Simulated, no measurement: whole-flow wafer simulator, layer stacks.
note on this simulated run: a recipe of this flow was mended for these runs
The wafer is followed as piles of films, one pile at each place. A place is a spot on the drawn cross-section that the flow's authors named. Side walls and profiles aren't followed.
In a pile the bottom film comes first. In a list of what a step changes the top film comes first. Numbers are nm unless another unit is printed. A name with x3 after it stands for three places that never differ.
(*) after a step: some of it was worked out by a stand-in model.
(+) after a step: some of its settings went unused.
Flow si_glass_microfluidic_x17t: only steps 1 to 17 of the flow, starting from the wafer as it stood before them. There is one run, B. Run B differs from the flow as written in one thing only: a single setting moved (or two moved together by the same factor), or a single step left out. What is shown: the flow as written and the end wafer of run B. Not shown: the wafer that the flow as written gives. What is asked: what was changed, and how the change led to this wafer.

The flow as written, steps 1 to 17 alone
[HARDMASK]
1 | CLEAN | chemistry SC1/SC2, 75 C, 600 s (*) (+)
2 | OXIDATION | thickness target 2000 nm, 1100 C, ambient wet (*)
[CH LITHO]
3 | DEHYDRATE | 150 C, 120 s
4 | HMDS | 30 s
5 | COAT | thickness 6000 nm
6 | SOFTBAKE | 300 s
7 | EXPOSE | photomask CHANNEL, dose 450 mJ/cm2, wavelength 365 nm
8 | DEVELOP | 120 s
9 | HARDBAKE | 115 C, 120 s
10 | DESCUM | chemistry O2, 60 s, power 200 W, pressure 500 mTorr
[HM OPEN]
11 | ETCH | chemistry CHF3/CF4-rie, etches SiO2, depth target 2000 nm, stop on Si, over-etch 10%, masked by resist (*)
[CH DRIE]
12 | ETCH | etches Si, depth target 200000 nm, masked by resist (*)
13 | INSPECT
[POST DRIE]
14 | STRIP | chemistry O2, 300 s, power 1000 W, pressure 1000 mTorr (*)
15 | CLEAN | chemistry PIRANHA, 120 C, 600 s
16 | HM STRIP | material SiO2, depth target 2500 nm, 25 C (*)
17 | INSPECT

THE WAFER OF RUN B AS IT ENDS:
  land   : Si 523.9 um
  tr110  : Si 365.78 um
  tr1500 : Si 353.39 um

Cause: step 2, OXIDATION: thickness target 2480 nm was run, while the flow as written has thickness target 2000 nm.

The path from the change to this, step by step:
  2 | OXIDATION | thickness target 2000 nm, 1100 C, ambient wet (*)
      land, tr110, tr1500, tr15: +2480 SiO2 (new film), -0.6 chemical SiO2 (all of it), -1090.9 Si (it would be, as written: +2000 SiO2 (new film), -0.6 chemical SiO2 (all of it), -879.7 Si)
  11 | ETCH | chemistry CHF3/CF4-rie, etches SiO2, depth target 2000 nm, stop on Si, over-etch 10%, masked by resist (*)
      tr110, tr1500, tr15: -2200 SiO2 (it would be, as written: -2000 SiO2 (all of it), -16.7 Si)
  12 | ETCH | etches Si, depth target 200000 nm, masked by resist (*)
      tr110: -280 SiO2 (all of it), -158.12 um Si (it would be, as written: -200.12 um Si)
      tr1500: -280 SiO2 (all of it), -170.51 um Si (it would be, as written: -215.73 um Si)
      (and at 1 other place as well)
  16 | HM STRIP | material SiO2, depth target 2500 nm, 25 C (*)
      land: -2480 SiO2 (all of it) (it would be, as written: -2000 SiO2 (all of it))
